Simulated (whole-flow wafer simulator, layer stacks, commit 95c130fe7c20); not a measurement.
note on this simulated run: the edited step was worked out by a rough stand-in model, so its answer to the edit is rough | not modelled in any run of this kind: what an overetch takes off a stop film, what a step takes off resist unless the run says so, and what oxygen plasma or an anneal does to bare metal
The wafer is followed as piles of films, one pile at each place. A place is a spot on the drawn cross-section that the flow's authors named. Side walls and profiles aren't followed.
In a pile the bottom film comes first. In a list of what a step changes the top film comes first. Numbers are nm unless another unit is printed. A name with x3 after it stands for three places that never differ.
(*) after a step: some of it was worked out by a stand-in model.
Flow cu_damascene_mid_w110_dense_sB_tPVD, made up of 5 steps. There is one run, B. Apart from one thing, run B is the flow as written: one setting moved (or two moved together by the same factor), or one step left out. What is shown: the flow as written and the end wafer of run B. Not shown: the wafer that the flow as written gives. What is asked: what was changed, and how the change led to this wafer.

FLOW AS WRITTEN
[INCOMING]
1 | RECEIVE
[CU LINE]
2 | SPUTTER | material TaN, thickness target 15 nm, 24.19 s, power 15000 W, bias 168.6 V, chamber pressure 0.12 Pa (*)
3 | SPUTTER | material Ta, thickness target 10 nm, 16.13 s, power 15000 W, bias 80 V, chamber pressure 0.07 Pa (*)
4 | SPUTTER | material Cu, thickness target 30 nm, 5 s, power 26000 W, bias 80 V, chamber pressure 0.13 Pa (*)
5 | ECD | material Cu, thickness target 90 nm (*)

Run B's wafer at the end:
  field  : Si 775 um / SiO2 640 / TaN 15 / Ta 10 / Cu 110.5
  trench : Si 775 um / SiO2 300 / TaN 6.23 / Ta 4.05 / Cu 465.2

Cause: step 4, SPUTTER: thickness target 20.5 nm was run, though the flow has thickness target 30 nm; step 4, SPUTTER: 3.41 s was run, where the flow has 5 s.

How this came from the change, step by step:
  4 | SPUTTER | material Cu, thickness target 30 nm, 5 s, power 26000 W, bias 80 V, chamber pressure 0.13 Pa (*)
      field: +20.5 Cu (new film) (as written it would have been: +30 Cu (new film))
      trench: +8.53 Cu (new film) (as written it would have been: +12.5 Cu (new film))
